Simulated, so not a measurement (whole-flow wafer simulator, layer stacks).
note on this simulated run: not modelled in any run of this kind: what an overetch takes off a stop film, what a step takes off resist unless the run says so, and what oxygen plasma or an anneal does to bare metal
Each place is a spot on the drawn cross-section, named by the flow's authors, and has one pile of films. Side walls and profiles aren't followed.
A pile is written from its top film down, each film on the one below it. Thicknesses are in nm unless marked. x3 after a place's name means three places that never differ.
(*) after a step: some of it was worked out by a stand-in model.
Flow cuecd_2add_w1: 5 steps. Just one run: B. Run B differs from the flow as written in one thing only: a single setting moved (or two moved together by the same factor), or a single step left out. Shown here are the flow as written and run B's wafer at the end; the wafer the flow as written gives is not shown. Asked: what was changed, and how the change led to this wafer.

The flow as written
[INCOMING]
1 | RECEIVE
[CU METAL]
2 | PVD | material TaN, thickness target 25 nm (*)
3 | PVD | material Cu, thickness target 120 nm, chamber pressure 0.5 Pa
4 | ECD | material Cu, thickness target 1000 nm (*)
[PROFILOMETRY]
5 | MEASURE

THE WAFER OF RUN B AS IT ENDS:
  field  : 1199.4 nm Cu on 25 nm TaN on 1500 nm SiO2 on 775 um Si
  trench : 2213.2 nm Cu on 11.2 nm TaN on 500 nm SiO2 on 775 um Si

What caused this: step 3, PVD: thickness target 199.4 nm was run, though the flow has thickness target 120 nm.

Step by step, how the change led to this:
  3 | PVD | material Cu, thickness target 120 nm, chamber pressure 0.5 Pa
      field: +199.4 Cu (new film) (in the flow as written it would be: +120 Cu (new film))
      trench: +86.8 Cu (new film) (in the flow as written it would be: +53.6 Cu (new film))
  4 | ECD | material Cu, thickness target 1000 nm (*)
      trench: +2126.4 Cu (in the flow as written it would be: +2080.2 Cu)
